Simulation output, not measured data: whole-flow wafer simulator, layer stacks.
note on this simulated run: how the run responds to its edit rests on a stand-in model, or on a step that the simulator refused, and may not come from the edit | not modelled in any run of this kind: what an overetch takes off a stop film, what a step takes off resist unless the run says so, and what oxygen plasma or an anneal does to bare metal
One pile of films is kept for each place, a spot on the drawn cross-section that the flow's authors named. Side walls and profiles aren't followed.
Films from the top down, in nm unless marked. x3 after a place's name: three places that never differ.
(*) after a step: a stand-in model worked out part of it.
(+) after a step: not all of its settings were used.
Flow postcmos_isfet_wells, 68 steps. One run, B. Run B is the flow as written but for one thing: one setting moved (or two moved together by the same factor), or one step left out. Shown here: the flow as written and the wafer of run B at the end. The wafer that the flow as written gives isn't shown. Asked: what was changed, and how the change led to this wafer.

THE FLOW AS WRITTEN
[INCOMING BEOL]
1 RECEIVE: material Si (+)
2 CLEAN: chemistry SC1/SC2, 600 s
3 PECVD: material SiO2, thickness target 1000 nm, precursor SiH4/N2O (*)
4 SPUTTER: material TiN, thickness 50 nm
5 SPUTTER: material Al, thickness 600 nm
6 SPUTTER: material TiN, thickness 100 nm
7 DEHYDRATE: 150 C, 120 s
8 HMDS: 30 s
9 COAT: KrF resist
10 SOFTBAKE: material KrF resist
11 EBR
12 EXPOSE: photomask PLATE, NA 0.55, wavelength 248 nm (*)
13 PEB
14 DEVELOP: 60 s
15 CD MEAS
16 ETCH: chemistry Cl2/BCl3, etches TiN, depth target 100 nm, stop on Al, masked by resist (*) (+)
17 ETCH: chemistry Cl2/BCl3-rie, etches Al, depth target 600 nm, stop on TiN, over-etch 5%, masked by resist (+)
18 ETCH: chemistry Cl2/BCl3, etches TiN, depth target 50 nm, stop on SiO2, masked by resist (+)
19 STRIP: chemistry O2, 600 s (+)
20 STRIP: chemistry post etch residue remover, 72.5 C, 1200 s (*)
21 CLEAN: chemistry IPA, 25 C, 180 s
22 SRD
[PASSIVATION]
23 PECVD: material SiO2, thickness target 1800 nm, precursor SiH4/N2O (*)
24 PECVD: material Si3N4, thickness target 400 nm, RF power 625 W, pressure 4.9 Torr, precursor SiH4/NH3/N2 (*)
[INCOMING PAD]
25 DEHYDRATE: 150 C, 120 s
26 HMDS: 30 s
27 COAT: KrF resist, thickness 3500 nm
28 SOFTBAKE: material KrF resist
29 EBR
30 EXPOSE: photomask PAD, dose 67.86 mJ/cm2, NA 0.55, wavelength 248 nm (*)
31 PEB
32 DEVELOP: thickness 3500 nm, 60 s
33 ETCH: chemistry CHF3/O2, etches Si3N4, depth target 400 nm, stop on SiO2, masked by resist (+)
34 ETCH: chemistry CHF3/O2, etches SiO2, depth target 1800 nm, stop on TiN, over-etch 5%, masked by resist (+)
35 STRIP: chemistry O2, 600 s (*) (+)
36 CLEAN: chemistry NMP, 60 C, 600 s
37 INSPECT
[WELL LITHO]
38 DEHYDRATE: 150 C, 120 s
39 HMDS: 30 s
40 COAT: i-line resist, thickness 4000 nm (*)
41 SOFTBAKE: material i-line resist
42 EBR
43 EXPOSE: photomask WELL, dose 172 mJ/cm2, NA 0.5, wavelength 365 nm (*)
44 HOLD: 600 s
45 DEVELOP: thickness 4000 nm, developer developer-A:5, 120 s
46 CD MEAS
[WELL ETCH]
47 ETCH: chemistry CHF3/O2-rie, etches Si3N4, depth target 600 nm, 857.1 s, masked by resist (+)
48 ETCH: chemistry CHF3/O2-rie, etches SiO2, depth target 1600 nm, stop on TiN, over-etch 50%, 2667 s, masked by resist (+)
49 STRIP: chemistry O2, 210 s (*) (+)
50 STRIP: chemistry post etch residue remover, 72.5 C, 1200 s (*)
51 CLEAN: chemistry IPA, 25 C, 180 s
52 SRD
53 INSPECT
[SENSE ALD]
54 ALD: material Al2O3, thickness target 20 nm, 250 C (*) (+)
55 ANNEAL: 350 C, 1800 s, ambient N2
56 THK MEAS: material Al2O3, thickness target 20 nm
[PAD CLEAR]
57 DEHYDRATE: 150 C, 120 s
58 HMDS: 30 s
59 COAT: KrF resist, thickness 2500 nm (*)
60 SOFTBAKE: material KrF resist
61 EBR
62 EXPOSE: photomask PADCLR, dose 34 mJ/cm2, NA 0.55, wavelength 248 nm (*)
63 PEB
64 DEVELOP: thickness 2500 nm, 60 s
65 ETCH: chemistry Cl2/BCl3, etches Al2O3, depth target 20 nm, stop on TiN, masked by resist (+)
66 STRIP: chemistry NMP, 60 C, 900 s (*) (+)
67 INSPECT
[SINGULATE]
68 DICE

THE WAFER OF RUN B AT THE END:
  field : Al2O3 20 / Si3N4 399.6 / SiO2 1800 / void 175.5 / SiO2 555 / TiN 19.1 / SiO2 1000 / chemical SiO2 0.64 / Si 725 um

The cause: step 18, ETCH: depth target 30.5 nm was run, where the flow has depth target 50 nm.

How the change led to this, step by step:
  18 ETCH: chemistry Cl2/BCl3, etches TiN, depth target 50 nm, stop on SiO2, masked by resist (+)
      field: TiN -30.5 (as written it would be: TiN -50 (all of it))
      margin, well900, well1300 x3, pad_rim, pad_clr, pad_open: KrF resist -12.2 (as written it would be: KrF resist -20)
  23 PECVD: material SiO2, thickness target 1800 nm, precursor SiH4/N2O (*)
      field: SiO2 +1800 (new film), void +175.5 (new film), SiO2 +555 (new film) (as written it would be: SiO2 +1800 (new film), void +189.9 (new film), SiO2 +559.7)
Counting metal films that touch as one body, field has 1 body; the flow as written gives 0 bodies.
